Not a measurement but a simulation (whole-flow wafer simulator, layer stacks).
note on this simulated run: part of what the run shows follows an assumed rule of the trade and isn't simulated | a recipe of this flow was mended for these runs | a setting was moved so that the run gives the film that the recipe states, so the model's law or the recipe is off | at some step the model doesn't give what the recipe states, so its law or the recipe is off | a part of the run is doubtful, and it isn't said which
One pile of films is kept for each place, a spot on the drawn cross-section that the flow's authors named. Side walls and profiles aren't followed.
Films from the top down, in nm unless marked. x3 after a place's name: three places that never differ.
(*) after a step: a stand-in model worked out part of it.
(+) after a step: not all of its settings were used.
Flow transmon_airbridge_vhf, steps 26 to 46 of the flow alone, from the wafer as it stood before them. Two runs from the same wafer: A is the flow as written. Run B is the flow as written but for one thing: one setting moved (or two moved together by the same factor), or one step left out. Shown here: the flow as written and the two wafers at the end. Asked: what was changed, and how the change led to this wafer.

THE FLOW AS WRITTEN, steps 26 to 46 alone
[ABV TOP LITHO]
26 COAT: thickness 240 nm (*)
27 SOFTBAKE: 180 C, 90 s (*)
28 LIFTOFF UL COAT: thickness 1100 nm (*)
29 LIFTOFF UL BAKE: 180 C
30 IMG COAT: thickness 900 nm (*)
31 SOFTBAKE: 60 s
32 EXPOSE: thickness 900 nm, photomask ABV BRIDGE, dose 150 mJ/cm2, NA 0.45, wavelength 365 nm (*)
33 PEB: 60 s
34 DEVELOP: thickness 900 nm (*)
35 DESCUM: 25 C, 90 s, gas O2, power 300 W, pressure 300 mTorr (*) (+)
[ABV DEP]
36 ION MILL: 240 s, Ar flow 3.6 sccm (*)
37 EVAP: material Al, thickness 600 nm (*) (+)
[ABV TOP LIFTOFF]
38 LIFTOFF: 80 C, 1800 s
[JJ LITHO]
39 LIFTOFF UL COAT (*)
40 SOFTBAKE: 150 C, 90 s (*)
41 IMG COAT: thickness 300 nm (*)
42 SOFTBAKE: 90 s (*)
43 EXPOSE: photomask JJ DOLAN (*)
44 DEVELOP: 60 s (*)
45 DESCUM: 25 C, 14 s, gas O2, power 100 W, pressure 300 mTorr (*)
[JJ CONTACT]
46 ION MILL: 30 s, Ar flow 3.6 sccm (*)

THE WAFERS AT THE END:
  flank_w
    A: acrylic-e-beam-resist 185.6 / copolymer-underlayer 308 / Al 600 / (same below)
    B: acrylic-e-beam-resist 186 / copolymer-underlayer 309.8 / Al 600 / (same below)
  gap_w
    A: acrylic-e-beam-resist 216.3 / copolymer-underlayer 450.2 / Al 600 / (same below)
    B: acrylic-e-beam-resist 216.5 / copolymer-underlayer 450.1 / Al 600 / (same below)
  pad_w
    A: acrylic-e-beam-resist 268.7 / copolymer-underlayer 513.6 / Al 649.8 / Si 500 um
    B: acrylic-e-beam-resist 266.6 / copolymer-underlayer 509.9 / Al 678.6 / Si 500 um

The cause: step 35, DESCUM: 68.4 s was run, where the flow has 90 s.

How the change led to this, step by step:
  35 DESCUM: 25 C, 90 s, gas O2, power 300 W, pressure 300 mTorr (*) (+)
      pad_w: A acrylic-e-beam-resist -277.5 (all of it) | B acrylic-e-beam-resist -254.1
      pad_e: A acrylic-e-beam-resist -278.6 (all of it) | B acrylic-e-beam-resist -254.1
      (and at 9 more places)
  36 ION MILL: 240 s, Ar flow 3.6 sccm (*)
      pad_w: A Al -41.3 | B acrylic-e-beam-resist -23.4 (all of it), Al -12.5
      pad_e: A Al -41.3 | B acrylic-e-beam-resist -24.5 (all of it), Al -11.1
  38 LIFTOFF: 80 C, 1800 s
      field x3, jj_line, trace_open_s x2: A Al -600 (all of it), i-line-resist -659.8 (all of it), lift-off-underlayer -1100 (all of it), acrylic-e-beam-resist -240 (all of it) | B Al -600 (all of it), i-line-resist -699.9 (all of it), lift-off-underlayer -1100 (all of it), acrylic-e-beam-resist -240 (all of it)
      margin_s, margin_n: A Al -600 (all of it), i-line-resist -378.2 (all of it), lift-off-underlayer -823.4 (all of it), acrylic-e-beam-resist -168.6 (all of it) | B Al -600 (all of it), i-line-resist -418.4 (all of it), lift-off-underlayer -823.4 (all of it), acrylic-e-beam-resist -168.6 (all of it)
      (and at 1 more place)
